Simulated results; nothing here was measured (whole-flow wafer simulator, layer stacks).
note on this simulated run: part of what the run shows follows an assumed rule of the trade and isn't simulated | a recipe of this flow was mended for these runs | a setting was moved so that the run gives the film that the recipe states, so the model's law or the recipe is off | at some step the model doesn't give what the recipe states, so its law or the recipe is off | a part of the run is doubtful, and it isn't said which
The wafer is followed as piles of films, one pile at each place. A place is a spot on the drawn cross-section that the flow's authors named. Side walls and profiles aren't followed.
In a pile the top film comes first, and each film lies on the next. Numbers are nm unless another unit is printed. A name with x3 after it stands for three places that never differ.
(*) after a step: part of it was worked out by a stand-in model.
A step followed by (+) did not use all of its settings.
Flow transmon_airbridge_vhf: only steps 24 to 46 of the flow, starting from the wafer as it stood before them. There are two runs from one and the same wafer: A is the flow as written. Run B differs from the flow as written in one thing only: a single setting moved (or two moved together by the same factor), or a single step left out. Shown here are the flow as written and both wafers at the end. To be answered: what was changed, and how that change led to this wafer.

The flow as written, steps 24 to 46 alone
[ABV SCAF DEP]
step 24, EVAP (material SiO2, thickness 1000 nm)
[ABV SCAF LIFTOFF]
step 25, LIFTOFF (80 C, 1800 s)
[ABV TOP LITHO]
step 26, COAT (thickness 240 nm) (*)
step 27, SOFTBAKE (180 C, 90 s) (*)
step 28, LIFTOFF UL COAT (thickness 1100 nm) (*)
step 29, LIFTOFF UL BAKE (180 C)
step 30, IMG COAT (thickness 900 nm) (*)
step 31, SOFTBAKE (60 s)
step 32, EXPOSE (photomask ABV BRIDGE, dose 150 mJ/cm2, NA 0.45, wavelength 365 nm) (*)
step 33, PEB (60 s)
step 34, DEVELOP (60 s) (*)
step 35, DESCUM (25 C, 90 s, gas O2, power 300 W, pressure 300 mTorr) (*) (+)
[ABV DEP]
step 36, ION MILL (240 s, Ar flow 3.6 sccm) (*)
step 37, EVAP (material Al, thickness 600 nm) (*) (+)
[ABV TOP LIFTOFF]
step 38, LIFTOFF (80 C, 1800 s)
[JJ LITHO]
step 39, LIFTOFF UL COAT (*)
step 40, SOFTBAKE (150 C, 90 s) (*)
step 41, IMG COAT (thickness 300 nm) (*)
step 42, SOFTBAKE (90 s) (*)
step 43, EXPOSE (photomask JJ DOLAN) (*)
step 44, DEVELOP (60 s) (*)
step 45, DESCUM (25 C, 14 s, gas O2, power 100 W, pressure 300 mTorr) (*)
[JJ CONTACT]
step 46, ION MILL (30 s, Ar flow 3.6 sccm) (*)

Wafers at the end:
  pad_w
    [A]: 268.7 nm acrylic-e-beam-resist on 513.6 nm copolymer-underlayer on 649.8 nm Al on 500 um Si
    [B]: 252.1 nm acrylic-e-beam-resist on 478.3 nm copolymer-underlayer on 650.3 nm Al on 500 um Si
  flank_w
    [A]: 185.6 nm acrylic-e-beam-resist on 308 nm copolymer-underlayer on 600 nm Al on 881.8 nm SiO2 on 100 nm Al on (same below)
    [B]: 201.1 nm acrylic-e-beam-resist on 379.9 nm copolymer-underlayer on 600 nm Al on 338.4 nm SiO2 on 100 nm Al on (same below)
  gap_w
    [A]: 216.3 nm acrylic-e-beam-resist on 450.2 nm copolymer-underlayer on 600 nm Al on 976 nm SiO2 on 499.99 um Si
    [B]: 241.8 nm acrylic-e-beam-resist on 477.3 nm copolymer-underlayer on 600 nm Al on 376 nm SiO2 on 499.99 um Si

Cause: step 24, EVAP: thickness 400 nm was run, while the flow as written has thickness 1000 nm.

Step by step, how the change led to this:
  step 24, EVAP (material SiO2, thickness 1000 nm)
      field x3, jj_line, ground_far and 10 more: A SiO2 gains 1000 (new film) | B SiO2 gains 400 (new film)
      flank_w, flank_e: A SiO2 gains 905.8 (new film) | B SiO2 gains 362.3 (new film)
  step 25, LIFTOFF (80 C, 1800 s)
      field x3, jj_line, trace_open_s x2: A SiO2 loses 1000 (all of it), i-line-resist loses 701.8 (all of it), lift-off-underlayer loses 1100 (all of it), acrylic-e-beam-resist loses 240 (all of it) | B SiO2 loses 400 (all of it), i-line-resist loses 701.8 (all of it), lift-off-underlayer loses 1100 (all of it), acrylic-e-beam-resist loses 240 (all of it)
      pad_w, pad_e: A SiO2 loses 1000 (all of it), i-line-resist loses 696.3 (all of it), lift-off-underlayer loses 1089.9 (all of it), acrylic-e-beam-resist loses 239.3 (all of it) | B SiO2 loses 400 (all of it), i-line-resist loses 696.3 (all of it), lift-off-underlayer loses 1089.9 (all of it), acrylic-e-beam-resist loses 239.3 (all of it)
      (also at 1 further place)
  step 26, COAT (thickness 240 nm) (*)
      flank_w, flank_e: A acrylic-e-beam-resist gains 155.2 (new film) | B acrylic-e-beam-resist gains 175.6 (new film)
      gap_w, gap_e: A acrylic-e-beam-resist gains 211.2 (new film) | B acrylic-e-beam-resist gains 236.5 (new film)
      (also at 7 further places)
  step 28, LIFTOFF UL COAT (thickness 1100 nm) (*)
      margin_s, margin_n: A lift-off-underlayer gains 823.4 (new film) | B lift-off-underlayer gains 980.9 (new film)
      pad_w: A lift-off-underlayer gains 1246.2 (new film) | B lift-off-underlayer gains 1151.1 (new film)
      (also at 7 further places)
  step 30, IMG COAT (thickness 900 nm) (*)
      gap_w, gap_e: A i-line-resist gains 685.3 (new film) | B i-line-resist gains 832.7 (new film)
      margin_s, margin_n: A i-line-resist gains 603.2 (new film) | B i-line-resist gains 790.2 (new film)
      (also at 7 further places)
  step 31, SOFTBAKE (60 s)
      flank_w, flank_e: A i-line-resist loses 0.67 | B i-line-resist loses 0.16
  step 33, PEB (60 s)
      flank_w, flank_e: A i-line-resist loses 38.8 | B i-line-resist loses 44.4
      gap_w, gap_e: A i-line-resist loses 35 | B i-line-resist loses 42.9
      (also at 7 further places)
  step 34, DEVELOP (60 s) (*)
      pad_w: A i-line-resist loses 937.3 (all of it), lift-off-underlayer loses 1246.2 (all of it) | B i-line-resist loses 883.7 (all of it), lift-off-underlayer loses 1151.1 (all of it)
      flank_w: A i-line-resist loses 716.4 (all of it), lift-off-underlayer loses 832.3 (all of it) | B i-line-resist loses 815 (all of it), lift-off-underlayer loses 986.1 (all of it)
      (also at 6 further places)
  step 35, DESCUM (25 C, 90 s, gas O2, power 300 W, pressure 300 mTorr) (*) (+)
      field x3, jj_line, ground_far, trace_open_s x2, margin_s, margin_n: A i-line-resist loses 167.2 | B i-line-resist loses 155.2
      flank_w, flank_e: A acrylic-e-beam-resist loses 155.2 (all of it) | B acrylic-e-beam-resist loses 175.6 (all of it)
      (also at 6 further places)
  step 38, LIFTOFF (80 C, 1800 s)
      margin_s, margin_n: A Al loses 600 (all of it), i-line-resist loses 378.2 (all of it), lift-off-underlayer loses 823.4 (all of it), acrylic-e-beam-resist loses 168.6 (all of it) | B Al loses 600 (all of it), i-line-resist loses 567.7 (all of it), lift-off-underlayer loses 980.9 (all of it), acrylic-e-beam-resist loses 202.4 (all of it)
      ground_far: A Al loses 600 (all of it), i-line-resist loses 776.6 (all of it), lift-off-underlayer loses 1134.8 (all of it), acrylic-e-beam-resist loses 250.1 (all of it) | B Al loses 600 (all of it), i-line-resist loses 714.3 (all of it), lift-off-underlayer loses 1115.8 (all of it), acrylic-e-beam-resist loses 244.8 (all of it)
  step 39, LIFTOFF UL COAT (*)
      pad_w, pad_e: A copolymer-underlayer gains 513.6 (new film) | B copolymer-underlayer gains 478.3 (new film)
      flank_w, flank_e: A copolymer-underlayer gains 308 (new film) | B copolymer-underlayer gains 379.9 (new film)
      (also at 6 further places)
  step 41, IMG COAT (thickness 300 nm) (*)
      pad_w, pad_e: A acrylic-e-beam-resist gains 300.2 (new film) | B acrylic-e-beam-resist gains 283.6 (new film)
      flank_w, flank_e: A acrylic-e-beam-resist gains 217.1 (new film) | B acrylic-e-beam-resist gains 232.6 (new film)
      (also at 6 further places)
